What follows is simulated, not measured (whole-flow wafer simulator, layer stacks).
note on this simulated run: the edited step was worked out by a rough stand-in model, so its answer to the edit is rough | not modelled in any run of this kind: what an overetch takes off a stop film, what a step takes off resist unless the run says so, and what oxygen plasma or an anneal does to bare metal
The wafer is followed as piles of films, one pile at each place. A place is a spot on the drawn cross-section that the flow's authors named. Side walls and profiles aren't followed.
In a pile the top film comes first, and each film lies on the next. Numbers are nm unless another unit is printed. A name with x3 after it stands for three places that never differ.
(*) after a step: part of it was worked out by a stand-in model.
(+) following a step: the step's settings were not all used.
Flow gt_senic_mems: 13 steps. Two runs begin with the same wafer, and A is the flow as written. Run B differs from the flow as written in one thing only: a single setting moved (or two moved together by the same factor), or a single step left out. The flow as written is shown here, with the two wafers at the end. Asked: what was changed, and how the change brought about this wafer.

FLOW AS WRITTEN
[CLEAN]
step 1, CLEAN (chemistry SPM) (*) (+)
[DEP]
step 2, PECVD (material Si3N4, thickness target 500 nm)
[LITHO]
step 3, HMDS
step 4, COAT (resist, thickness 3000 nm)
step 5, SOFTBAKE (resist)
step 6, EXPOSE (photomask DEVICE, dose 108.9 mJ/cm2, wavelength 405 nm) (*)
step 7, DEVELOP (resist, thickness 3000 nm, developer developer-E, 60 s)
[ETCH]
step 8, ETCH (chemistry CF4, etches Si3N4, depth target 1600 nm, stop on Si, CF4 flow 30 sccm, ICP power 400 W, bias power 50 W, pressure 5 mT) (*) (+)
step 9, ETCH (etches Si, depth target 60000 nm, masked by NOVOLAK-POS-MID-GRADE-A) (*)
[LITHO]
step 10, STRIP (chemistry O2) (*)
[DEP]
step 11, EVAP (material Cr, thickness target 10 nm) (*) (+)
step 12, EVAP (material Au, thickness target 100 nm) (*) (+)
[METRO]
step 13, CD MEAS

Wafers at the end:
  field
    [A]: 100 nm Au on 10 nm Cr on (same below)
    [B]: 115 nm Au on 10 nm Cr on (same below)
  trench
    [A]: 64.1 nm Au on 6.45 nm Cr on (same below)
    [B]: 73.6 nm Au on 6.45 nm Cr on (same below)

The reason: step 12, EVAP: thickness target 115 nm was run, though the flow has thickness target 100 nm.
The wafer lets one read it off: field has Au 115, and step 12 as written asks for 100 nm.

How this came from the change, step by step:
  step 12, EVAP (material Au, thickness target 100 nm) (*) (+)
      field: A Au gains 100 (new film) | B Au gains 115 (new film)
      trench: A Au gains 64.1 (new film) | B Au gains 73.6 (new film)
